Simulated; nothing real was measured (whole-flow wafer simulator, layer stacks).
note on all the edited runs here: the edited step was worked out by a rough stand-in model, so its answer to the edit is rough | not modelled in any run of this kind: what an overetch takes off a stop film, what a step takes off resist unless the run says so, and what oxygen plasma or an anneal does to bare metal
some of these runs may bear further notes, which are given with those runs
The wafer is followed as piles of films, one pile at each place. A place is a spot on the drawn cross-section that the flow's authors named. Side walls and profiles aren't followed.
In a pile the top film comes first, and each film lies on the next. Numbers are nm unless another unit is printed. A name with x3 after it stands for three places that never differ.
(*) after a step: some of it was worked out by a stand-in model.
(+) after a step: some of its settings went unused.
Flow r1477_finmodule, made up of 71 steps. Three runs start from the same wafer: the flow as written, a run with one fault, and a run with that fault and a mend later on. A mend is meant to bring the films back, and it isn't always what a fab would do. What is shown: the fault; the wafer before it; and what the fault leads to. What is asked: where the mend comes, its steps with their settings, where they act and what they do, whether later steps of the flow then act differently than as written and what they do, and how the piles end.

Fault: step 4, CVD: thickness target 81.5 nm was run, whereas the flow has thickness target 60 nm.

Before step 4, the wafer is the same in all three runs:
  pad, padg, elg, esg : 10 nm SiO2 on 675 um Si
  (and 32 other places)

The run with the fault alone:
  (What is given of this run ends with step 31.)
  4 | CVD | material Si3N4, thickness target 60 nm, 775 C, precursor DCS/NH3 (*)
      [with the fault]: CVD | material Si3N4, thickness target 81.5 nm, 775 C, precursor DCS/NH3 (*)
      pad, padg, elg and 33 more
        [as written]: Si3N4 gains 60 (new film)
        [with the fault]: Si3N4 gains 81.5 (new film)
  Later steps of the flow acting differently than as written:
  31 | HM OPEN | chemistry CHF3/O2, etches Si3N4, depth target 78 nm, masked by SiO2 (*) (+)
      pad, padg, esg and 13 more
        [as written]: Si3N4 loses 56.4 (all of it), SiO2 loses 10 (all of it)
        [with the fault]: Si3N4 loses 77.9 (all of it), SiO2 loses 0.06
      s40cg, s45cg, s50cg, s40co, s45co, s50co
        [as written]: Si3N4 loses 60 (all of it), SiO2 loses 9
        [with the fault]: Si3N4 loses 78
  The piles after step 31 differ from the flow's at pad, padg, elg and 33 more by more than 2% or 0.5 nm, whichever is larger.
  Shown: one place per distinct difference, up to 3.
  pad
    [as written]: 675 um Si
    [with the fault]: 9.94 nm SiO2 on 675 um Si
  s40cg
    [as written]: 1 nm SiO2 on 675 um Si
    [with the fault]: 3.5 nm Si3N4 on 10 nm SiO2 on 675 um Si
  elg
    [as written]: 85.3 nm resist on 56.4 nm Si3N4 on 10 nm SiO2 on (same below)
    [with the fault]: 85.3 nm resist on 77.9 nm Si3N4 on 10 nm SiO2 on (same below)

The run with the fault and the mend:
  After step 5 comes the mend.
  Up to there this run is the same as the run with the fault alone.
  5a | ETCH | chemistry h3po4, depth target 93.72 nm
      pad, padg, elg and 33 more
        Si3N4 loses 81.5 (all of it)
  5b | CLEAN | chemistry SC1/SC2 (the flow's step 2 again)
      does not change any film at any place that is followed
  5c | CVD | material Si3N4, thickness target 60 nm, 775 C, precursor DCS/NH3 (*) (the flow's step 4 again)
      pad, padg, elg and 33 more
        Si3N4 gains 60 (new film)
  None of the later steps of the flow acts differently than as written at any place that is followed.
  At every place that both follow, the piles at the end match the flow's.
